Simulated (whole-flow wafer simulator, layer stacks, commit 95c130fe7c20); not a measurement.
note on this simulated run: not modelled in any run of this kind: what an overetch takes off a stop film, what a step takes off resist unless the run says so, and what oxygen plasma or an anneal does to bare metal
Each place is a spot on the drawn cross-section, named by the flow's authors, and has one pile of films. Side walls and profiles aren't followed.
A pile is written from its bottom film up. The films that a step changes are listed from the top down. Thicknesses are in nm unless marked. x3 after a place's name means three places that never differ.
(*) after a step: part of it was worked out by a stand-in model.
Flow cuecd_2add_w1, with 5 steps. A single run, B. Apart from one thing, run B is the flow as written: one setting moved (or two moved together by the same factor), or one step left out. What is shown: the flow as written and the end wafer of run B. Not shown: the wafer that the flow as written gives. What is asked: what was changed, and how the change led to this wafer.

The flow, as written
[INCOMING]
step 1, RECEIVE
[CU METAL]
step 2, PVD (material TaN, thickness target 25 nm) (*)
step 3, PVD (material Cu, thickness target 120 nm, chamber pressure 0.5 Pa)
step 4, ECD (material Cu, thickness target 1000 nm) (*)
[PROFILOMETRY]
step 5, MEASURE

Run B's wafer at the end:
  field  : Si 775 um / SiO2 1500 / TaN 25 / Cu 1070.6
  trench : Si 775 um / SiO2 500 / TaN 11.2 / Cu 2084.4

The reason: step 3, PVD: thickness target 70.6 nm was run, while the flow as written has thickness target 120 nm.

How this came from the change, step by step:
  step 3, PVD (material Cu, thickness target 120 nm, chamber pressure 0.5 Pa)
      field: +70.6 Cu (new film) (in the flow as written it would be: +120 Cu (new film))
      trench: +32 Cu (new film) (in the flow as written it would be: +53.6 Cu (new film))
